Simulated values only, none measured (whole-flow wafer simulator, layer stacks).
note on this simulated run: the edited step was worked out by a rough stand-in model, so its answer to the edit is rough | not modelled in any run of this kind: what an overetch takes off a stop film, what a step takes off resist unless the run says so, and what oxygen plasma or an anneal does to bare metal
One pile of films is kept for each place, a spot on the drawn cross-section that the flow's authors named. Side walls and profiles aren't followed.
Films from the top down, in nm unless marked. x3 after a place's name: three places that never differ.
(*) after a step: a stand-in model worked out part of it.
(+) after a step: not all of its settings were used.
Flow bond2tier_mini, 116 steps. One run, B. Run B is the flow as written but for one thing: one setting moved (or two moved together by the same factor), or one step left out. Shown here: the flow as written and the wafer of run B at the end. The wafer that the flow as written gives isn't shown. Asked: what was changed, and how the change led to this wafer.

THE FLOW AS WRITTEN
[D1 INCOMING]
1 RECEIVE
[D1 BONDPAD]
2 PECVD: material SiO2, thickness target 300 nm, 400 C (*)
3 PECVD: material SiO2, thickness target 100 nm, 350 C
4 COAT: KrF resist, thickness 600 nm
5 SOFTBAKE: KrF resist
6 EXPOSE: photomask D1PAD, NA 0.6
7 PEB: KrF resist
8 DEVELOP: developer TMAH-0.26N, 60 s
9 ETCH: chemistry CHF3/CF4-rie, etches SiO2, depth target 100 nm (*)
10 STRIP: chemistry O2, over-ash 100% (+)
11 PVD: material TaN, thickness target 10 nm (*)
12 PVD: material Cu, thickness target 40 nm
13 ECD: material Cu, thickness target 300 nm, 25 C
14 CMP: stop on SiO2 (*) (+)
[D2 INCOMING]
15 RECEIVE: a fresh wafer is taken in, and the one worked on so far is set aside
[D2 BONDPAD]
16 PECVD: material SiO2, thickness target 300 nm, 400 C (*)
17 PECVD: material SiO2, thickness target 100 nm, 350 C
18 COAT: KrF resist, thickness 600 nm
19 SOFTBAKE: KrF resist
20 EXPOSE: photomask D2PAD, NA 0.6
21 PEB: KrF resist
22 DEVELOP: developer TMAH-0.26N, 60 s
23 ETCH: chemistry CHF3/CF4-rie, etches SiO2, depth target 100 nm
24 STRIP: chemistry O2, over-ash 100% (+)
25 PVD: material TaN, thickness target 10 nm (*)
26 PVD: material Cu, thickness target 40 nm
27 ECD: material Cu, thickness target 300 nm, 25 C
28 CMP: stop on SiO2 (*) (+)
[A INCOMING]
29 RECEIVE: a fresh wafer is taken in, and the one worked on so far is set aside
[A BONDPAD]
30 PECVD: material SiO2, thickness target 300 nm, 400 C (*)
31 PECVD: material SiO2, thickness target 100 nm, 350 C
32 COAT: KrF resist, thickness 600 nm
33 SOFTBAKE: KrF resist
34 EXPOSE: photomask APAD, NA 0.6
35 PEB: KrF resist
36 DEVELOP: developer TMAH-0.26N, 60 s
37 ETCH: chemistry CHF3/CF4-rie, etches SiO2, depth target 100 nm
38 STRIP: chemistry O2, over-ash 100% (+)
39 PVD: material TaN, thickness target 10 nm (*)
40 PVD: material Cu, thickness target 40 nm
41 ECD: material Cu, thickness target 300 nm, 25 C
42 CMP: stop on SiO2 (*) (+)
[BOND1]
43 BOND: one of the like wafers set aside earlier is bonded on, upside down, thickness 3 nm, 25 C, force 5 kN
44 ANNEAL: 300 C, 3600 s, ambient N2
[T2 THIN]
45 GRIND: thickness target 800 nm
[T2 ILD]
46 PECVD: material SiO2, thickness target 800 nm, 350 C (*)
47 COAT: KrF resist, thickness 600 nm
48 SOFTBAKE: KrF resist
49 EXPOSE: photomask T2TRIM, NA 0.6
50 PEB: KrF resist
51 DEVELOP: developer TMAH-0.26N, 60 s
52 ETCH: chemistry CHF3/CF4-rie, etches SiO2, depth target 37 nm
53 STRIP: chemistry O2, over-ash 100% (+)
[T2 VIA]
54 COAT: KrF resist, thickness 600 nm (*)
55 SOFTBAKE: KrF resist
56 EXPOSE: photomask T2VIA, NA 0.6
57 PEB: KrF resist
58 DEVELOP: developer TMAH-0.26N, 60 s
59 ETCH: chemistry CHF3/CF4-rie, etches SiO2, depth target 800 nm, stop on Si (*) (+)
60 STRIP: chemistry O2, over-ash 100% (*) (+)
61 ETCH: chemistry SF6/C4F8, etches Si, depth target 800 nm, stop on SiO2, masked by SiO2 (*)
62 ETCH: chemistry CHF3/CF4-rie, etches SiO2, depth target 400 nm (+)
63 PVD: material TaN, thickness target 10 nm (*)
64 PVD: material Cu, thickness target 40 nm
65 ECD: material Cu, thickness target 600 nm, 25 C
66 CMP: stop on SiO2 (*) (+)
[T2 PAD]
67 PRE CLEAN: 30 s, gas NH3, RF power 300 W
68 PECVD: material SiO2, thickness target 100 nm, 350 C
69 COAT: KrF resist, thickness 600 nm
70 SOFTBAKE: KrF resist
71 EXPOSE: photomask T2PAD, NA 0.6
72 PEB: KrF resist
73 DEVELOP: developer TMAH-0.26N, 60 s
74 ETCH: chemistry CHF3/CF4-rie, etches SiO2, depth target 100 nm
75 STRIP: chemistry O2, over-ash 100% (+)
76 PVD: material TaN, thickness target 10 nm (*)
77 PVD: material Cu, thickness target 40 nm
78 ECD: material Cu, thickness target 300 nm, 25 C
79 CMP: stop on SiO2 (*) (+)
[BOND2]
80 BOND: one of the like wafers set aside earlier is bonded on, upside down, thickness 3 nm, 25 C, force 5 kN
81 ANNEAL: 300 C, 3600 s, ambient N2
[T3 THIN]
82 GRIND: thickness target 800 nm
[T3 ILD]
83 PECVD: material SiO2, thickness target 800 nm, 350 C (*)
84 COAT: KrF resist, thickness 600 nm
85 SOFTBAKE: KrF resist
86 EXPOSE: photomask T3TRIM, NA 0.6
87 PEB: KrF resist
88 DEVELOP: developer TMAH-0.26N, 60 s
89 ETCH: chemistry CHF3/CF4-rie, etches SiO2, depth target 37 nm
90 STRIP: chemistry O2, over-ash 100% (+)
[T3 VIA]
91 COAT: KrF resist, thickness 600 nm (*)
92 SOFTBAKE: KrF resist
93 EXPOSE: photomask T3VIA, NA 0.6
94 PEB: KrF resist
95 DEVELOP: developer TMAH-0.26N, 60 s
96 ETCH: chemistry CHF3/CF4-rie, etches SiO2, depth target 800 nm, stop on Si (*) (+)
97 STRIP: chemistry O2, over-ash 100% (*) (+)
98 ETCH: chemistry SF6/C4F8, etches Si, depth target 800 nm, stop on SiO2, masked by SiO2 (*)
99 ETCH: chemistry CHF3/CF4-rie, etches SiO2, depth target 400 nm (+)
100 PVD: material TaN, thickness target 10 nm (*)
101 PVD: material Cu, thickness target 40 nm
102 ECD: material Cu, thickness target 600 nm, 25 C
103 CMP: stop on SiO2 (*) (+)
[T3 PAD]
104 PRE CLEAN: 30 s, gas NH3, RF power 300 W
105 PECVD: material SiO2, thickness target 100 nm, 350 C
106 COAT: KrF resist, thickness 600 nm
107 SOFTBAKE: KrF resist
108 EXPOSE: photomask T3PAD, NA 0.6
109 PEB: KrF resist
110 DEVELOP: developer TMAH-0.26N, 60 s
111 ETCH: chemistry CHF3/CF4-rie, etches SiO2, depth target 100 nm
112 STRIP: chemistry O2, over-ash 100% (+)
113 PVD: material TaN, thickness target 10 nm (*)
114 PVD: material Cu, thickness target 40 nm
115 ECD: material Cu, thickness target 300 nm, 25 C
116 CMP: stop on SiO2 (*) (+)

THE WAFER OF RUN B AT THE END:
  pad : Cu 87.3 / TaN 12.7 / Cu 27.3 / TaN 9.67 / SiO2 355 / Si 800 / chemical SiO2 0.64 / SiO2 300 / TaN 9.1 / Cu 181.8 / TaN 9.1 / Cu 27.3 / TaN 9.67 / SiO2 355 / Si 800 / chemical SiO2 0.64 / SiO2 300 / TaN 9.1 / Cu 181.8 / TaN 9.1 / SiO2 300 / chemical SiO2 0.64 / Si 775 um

The cause: step 113, PVD: thickness target 14 nm was run, where the flow has thickness target 10 nm.

How the change led to this, step by step:
  113 PVD: material TaN, thickness target 10 nm (*)
      field: TaN +14 (new film) (as written it would be: TaN +10 (new film))
      pad: TaN +12.7 (new film) (as written it would be: TaN +9.1 (new film))
  116 CMP: stop on SiO2 (*) (+)
      field: Cu -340 (all of it), TaN -14 (all of it) (as written it would be: Cu -340 (all of it), TaN -10 (all of it))
